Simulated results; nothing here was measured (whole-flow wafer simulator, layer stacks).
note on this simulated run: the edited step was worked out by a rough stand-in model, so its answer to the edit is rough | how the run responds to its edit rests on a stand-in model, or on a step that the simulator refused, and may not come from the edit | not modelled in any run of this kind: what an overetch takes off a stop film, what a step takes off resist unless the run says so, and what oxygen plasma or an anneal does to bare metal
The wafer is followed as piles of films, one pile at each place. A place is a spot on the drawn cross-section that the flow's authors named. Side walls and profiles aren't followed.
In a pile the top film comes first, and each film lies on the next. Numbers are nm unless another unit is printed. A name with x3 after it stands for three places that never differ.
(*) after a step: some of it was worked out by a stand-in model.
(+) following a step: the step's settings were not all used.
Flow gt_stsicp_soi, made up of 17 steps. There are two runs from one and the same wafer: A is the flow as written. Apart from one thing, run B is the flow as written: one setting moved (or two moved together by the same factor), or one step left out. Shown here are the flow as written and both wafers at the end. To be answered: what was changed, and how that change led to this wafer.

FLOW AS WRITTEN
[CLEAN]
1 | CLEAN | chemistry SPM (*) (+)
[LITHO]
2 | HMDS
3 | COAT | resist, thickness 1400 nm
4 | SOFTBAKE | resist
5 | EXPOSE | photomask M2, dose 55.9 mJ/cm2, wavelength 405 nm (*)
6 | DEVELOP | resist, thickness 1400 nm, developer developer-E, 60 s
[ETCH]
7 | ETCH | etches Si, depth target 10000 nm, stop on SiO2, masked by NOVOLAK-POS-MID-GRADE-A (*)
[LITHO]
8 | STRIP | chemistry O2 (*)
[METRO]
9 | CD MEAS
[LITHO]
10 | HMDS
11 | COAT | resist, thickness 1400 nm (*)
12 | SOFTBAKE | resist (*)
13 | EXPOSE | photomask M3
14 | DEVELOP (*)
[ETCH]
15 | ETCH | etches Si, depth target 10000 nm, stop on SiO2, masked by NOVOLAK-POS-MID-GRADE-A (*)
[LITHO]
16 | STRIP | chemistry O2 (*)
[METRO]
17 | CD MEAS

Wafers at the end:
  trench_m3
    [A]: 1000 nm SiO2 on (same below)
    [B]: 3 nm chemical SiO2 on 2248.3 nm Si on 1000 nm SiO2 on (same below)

What caused this: step 15, ETCH: depth target 7750 nm was run, whereas the flow has depth target 10000 nm.

How this came from the change, step by step:
  15 | ETCH | etches Si, depth target 10000 nm, stop on SiO2, masked by NOVOLAK-POS-MID-GRADE-A (*)
      trench_m3: A chemical SiO2 loses 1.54 (all of it), Si loses 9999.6 (all of it) | B chemical SiO2 loses 1.54 (all of it), Si loses 7750
      field, trench_m2: A resist loses 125 | B resist loses 96.9
  16 | STRIP | chemistry O2 (*)
      trench_m3: A nothing | B chemical SiO2 gains 3 (new film), Si loses 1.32
      field: A resist loses 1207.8 (all of it), chemical SiO2 gains 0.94, Si loses 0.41 | B resist loses 1235.9 (all of it), chemical SiO2 gains 0.94, Si loses 0.41
